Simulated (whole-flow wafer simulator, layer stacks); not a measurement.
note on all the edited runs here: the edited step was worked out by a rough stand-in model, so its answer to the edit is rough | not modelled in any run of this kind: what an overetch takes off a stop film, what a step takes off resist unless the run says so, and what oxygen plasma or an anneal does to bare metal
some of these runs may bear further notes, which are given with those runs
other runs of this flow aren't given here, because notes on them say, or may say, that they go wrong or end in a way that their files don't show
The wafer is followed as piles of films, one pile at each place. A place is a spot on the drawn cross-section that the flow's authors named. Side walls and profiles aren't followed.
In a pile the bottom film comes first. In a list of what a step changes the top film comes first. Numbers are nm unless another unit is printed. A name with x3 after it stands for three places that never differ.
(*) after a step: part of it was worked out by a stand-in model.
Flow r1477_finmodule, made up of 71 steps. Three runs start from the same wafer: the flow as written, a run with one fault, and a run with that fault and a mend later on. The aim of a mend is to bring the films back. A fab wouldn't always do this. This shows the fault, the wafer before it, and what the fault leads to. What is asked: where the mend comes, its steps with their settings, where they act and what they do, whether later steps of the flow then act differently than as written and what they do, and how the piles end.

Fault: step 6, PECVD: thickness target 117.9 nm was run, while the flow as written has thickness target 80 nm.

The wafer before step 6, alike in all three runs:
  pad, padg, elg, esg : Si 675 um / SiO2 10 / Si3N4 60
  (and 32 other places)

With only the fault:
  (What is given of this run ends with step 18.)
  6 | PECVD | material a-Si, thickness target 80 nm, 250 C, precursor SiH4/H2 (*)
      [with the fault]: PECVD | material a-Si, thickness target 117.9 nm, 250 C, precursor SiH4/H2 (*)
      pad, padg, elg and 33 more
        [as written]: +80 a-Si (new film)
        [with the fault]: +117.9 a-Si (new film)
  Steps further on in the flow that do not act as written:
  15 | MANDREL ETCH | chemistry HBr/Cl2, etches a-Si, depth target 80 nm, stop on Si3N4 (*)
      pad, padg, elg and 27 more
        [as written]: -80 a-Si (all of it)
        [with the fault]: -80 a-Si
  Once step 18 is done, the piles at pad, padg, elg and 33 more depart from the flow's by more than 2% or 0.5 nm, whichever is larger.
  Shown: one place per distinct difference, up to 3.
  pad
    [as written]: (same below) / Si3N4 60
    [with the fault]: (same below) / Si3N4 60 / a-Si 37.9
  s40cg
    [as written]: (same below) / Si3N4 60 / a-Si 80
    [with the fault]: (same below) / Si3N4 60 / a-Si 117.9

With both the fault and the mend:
  The mend follows step 7.
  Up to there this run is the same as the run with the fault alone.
  7a | ETCH | chemistry tmah, depth target 135.6 nm
      pad, padg, elg and 33 more
        -117.9 a-Si (all of it)
  7b | PECVD | material a-Si, thickness target 80 nm, 250 C, precursor SiH4/H2 (*) (a further turn of the flow's step 6)
      pad, padg, elg and 33 more
        +80 a-Si (new film)
  Every later step of the flow that is run acts as written at every place that is followed.
  By the end, the piles equal the flow's at every place that both follow.
